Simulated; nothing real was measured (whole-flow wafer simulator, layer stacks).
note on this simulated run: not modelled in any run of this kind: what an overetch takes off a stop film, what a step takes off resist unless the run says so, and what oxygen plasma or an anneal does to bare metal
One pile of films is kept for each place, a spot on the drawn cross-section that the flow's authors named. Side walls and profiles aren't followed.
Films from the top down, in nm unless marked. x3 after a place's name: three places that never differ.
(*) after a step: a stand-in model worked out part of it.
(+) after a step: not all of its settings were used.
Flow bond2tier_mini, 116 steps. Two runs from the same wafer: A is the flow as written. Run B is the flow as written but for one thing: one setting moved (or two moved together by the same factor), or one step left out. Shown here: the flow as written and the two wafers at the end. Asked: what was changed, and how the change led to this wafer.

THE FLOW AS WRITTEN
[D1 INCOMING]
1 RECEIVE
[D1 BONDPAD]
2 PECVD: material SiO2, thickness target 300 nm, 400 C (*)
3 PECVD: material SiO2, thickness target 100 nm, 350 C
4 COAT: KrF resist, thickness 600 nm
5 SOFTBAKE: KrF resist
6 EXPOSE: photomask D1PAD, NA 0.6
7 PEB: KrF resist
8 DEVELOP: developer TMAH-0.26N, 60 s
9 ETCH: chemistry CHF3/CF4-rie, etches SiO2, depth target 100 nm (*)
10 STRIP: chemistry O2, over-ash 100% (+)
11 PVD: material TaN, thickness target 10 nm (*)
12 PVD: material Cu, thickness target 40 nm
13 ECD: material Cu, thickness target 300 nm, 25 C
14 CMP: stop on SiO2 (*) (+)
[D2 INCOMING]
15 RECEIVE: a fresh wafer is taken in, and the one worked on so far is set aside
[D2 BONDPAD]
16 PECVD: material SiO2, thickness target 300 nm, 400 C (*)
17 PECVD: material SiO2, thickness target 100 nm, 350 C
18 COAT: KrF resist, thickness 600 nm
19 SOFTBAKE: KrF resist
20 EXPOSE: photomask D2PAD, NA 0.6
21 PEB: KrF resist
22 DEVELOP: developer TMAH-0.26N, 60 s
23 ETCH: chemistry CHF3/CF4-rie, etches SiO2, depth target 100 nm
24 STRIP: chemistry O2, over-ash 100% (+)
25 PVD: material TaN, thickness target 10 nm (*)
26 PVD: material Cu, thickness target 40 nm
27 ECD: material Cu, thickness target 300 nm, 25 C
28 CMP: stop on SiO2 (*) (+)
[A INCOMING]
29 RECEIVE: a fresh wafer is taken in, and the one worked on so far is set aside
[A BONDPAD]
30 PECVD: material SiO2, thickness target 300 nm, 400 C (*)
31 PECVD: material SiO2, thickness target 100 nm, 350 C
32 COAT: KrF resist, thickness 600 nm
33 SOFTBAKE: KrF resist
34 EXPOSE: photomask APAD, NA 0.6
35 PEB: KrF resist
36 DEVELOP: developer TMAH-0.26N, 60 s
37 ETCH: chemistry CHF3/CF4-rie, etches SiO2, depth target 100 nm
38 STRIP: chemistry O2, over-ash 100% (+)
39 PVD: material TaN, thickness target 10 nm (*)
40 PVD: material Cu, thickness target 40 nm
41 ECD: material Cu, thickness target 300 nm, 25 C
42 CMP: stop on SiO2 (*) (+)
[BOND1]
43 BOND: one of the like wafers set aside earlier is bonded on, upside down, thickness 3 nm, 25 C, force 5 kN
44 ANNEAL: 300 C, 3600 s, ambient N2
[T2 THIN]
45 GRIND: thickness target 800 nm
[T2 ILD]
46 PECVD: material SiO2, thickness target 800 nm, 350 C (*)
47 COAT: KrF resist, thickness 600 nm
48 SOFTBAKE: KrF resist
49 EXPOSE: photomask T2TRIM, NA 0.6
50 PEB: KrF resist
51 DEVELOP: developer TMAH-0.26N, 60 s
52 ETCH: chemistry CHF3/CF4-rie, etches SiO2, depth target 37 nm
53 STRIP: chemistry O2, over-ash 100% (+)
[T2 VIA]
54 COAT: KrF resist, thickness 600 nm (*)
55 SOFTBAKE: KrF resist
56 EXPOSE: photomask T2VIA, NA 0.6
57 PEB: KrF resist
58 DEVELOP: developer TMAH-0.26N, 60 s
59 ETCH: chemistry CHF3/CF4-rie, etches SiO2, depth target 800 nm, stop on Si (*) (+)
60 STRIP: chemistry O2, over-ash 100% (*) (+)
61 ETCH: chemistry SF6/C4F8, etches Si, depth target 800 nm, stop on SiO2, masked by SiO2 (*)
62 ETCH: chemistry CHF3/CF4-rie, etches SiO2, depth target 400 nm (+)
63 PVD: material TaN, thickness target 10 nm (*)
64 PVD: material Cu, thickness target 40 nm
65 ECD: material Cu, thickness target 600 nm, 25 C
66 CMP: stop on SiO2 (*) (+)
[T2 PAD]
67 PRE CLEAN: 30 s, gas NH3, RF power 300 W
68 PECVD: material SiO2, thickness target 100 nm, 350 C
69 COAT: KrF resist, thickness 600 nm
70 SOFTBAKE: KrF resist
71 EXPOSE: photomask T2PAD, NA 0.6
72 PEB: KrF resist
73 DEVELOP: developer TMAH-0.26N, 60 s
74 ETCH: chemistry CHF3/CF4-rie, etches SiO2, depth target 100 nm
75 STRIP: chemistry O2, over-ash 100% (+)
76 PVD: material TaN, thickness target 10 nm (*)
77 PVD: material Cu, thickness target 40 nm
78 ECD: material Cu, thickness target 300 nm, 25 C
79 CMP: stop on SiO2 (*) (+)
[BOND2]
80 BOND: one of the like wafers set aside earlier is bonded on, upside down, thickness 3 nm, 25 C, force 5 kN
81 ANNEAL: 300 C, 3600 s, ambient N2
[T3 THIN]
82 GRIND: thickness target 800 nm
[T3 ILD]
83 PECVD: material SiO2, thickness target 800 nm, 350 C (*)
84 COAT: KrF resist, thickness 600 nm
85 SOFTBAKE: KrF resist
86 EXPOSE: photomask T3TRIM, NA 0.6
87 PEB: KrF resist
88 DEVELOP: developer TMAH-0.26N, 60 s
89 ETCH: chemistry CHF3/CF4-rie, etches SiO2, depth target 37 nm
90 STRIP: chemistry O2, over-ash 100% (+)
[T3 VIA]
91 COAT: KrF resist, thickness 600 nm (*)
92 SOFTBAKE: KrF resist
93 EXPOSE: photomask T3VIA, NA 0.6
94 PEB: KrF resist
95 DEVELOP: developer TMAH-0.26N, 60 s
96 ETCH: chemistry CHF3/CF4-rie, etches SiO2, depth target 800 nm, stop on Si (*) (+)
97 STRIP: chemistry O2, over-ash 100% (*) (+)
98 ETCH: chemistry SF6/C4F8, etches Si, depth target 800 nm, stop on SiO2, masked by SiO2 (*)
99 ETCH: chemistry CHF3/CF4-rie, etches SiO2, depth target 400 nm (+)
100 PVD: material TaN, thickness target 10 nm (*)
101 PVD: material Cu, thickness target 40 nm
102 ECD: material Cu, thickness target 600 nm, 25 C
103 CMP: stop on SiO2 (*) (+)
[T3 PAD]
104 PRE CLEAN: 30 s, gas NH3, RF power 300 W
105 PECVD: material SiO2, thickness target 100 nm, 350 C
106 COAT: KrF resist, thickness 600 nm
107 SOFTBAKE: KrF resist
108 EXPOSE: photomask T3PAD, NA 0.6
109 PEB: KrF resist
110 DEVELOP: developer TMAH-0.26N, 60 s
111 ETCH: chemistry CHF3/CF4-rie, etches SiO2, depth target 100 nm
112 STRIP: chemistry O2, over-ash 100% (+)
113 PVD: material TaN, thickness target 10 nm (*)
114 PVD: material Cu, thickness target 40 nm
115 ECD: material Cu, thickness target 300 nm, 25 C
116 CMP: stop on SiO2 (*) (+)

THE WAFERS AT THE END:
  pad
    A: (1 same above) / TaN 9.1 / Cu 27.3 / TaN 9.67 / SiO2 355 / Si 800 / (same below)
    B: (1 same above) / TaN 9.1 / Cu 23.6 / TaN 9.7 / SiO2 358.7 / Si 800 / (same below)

The cause: step 89, ETCH: depth target 33.3 nm was run, where the flow has depth target 37 nm.

How the change led to this, step by step:
  89 ETCH: chemistry CHF3/CF4-rie, etches SiO2, depth target 37 nm
      field: A KrF resist -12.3 | B KrF resist -11.1
      pad: A SiO2 -37 | B SiO2 -33.3
